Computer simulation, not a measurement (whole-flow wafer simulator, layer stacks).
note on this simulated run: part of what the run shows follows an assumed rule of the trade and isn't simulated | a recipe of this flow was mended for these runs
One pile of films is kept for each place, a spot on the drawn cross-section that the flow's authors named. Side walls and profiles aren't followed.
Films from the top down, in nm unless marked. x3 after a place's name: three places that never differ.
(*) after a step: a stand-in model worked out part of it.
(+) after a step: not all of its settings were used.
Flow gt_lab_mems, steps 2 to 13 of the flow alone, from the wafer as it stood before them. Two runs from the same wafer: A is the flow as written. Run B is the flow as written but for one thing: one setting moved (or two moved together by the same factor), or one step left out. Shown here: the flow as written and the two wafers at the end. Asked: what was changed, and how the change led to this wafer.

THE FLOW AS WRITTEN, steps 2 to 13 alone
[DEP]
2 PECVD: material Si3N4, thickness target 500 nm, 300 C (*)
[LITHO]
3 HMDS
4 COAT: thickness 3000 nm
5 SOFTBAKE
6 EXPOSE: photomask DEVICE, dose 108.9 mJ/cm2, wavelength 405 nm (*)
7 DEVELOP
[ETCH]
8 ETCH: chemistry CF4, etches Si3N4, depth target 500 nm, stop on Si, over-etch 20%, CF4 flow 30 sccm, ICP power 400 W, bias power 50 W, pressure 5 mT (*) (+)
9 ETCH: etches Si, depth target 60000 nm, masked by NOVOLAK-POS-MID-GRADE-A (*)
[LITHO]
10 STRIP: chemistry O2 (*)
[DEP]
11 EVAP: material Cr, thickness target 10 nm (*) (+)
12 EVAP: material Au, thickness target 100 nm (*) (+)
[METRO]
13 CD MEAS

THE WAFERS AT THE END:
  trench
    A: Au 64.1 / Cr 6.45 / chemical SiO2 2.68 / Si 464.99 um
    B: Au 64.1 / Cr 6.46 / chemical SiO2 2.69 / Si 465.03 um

The cause: step 8, ETCH: depth target 440 nm was run, where the flow has depth target 500 nm.

How the change led to this, step by step:
  8 ETCH: chemistry CF4, etches Si3N4, depth target 500 nm, stop on Si, over-etch 20%, CF4 flow 30 sccm, ICP power 400 W, bias power 50 W, pressure 5 mT (*) (+)
      field: A g/i-line-resist -400 | B g/i-line-resist -352
      trench: A Si3N4 -500 (all of it), chemical SiO2 -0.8 (all of it), Si -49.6 | B Si3N4 -500 (all of it), chemical SiO2 -0.8 (all of it), Si -13.6
  10 STRIP: chemistry O2 (*)
      field: A g/i-line-resist -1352 (all of it) | B g/i-line-resist -1400 (all of it)
